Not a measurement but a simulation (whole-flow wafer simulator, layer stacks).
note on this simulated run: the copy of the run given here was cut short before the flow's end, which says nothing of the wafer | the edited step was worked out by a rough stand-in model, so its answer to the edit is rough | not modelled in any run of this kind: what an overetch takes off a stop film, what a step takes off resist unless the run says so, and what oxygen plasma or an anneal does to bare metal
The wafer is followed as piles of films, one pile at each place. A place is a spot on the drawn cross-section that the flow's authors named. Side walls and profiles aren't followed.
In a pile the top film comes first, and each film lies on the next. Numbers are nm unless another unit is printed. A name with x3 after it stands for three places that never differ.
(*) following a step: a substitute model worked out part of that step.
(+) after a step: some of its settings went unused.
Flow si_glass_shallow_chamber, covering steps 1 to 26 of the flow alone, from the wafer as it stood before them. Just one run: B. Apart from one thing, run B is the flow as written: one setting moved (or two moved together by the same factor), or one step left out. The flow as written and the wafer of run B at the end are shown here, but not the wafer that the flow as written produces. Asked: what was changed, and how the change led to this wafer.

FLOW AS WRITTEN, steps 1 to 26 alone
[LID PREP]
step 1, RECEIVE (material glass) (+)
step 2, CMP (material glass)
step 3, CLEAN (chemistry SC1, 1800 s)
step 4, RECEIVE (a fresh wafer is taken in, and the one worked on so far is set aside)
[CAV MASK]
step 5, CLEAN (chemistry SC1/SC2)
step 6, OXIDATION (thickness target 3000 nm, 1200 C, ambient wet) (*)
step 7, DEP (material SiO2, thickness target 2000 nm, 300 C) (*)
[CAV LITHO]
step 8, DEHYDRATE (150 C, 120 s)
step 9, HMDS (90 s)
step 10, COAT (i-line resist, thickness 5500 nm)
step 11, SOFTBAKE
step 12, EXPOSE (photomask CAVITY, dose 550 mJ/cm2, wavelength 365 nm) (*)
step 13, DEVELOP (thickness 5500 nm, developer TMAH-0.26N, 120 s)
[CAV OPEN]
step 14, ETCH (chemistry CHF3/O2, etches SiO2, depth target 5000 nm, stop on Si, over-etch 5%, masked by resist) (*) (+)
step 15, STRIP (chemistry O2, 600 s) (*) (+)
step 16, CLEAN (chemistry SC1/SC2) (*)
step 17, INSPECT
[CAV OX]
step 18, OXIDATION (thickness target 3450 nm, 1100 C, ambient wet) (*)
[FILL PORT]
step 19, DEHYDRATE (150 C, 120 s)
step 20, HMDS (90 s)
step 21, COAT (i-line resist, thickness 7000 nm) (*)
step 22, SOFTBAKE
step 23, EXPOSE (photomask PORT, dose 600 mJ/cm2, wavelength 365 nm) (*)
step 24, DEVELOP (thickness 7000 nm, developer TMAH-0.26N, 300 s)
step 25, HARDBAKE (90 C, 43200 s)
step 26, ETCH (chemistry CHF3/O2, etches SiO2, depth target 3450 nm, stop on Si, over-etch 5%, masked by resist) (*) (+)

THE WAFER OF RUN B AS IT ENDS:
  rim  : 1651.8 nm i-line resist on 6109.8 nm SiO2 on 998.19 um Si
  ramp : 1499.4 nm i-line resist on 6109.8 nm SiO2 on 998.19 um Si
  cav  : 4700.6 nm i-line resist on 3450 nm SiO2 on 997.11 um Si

Cause: step 26, ETCH: over-etch 6.88% was run, though the flow has over-etch 5%.

Step by step, how the change led to this:
  step 26, ETCH (chemistry CHF3/O2, etches SiO2, depth target 3450 nm, stop on Si, over-etch 5%, masked by resist) (*) (+)
      port: SiO2 loses 3450 (all of it), Si loses 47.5 (it would be, as written: SiO2 loses 3450 (all of it), Si loses 34.5)
